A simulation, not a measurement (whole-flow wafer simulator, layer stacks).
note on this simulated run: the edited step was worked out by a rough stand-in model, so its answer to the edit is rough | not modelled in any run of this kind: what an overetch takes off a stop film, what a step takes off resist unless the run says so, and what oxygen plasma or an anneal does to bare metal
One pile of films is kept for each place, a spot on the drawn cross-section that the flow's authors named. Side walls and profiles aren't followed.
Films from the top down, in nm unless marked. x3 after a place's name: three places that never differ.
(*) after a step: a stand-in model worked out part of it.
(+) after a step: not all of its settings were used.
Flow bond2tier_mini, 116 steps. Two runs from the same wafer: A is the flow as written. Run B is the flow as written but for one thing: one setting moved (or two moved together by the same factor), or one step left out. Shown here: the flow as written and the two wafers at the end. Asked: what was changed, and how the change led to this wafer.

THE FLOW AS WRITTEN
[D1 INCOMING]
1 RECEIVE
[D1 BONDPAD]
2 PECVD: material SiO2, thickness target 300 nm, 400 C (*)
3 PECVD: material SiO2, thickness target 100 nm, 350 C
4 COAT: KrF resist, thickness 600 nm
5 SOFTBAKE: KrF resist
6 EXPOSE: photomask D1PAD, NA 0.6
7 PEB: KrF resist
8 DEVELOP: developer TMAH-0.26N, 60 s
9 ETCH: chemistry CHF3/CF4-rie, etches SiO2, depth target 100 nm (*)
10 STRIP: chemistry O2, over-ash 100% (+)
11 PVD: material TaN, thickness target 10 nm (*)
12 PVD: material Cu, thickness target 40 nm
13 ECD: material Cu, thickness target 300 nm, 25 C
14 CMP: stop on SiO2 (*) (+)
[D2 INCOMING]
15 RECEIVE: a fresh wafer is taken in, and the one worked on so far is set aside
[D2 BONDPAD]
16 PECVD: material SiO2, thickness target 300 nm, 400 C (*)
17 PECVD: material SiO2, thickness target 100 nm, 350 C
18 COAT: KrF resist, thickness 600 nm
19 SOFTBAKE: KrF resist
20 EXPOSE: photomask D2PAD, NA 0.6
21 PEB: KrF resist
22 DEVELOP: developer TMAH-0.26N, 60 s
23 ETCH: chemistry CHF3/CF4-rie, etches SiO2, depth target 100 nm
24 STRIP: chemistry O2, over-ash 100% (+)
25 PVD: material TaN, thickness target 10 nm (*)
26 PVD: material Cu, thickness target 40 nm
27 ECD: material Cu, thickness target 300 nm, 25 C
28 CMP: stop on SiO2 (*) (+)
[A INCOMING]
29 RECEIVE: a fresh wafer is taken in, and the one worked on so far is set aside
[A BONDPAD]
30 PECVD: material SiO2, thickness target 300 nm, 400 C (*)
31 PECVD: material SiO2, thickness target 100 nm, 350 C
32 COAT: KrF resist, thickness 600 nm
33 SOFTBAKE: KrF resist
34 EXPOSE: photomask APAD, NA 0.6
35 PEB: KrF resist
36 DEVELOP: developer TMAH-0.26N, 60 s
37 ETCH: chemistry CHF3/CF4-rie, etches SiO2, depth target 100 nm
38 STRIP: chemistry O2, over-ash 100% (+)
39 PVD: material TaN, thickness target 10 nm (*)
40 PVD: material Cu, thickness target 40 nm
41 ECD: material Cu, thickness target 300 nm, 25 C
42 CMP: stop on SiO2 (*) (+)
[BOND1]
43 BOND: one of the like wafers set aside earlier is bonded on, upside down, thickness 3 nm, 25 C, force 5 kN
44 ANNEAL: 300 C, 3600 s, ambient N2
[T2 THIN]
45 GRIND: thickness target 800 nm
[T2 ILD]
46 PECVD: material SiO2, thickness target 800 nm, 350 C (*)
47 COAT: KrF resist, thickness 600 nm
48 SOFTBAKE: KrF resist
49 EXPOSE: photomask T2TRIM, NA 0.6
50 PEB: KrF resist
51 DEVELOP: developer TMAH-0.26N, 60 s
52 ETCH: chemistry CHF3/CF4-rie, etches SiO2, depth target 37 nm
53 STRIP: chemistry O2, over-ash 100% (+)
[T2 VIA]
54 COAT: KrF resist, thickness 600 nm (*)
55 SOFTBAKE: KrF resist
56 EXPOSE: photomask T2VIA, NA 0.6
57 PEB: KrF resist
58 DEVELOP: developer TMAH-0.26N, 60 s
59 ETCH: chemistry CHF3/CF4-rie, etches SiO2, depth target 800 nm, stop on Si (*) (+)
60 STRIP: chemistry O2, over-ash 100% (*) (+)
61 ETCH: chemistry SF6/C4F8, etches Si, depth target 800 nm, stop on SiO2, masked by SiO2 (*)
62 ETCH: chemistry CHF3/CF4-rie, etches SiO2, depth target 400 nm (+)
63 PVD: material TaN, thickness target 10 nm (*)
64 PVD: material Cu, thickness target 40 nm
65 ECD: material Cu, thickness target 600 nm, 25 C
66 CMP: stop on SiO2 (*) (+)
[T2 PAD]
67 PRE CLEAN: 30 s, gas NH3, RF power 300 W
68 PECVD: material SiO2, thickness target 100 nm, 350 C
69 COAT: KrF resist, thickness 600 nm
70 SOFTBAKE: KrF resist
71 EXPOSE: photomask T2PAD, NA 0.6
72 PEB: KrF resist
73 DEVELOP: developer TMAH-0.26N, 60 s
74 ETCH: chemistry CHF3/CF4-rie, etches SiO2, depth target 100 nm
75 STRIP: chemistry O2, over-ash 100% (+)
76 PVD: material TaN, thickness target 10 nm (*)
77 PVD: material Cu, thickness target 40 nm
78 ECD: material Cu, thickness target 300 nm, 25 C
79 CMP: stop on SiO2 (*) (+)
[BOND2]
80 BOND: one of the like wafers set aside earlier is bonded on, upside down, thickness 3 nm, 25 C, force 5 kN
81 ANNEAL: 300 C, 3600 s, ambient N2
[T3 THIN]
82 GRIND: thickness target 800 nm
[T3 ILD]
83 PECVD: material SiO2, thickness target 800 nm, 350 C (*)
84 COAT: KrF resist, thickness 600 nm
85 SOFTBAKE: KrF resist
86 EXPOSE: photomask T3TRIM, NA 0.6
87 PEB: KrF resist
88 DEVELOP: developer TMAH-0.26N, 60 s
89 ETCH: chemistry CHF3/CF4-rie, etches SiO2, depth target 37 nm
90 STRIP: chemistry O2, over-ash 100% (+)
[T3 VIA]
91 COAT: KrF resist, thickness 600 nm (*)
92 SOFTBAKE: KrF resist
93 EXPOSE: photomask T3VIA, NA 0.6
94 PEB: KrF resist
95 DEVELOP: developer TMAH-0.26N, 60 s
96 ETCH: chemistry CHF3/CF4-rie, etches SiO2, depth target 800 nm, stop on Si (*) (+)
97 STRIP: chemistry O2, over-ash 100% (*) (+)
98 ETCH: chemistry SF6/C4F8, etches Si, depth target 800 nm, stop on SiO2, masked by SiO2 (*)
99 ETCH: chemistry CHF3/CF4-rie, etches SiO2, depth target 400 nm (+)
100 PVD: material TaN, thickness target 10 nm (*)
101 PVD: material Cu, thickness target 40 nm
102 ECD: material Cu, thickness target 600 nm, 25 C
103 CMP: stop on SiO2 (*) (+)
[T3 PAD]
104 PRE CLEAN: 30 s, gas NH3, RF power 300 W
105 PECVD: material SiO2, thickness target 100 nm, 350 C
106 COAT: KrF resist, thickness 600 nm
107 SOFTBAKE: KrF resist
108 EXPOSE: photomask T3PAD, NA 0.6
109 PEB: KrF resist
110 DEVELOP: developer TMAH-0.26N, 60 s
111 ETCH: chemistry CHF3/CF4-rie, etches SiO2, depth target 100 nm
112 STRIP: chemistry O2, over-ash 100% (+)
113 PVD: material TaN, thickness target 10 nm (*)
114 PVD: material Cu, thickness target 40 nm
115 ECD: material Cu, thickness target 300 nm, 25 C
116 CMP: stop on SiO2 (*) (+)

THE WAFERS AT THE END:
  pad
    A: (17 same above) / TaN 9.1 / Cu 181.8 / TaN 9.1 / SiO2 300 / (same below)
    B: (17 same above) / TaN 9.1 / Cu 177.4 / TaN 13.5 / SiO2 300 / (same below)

The cause: step 39, PVD: thickness target 14.8 nm was run, where the flow has thickness target 10 nm.

How the change led to this, step by step:
  39 PVD: material TaN, thickness target 10 nm (*)
      field: A TaN +10 (new film) | B TaN +14.8 (new film)
      pad: A TaN +9.1 (new film) | B TaN +13.5 (new film)
      (and at 1 more place)
  42 CMP: stop on SiO2 (*) (+)
      field: A Cu -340 (all of it), TaN -10 (all of it) | B Cu -340 (all of it), TaN -14.8 (all of it)
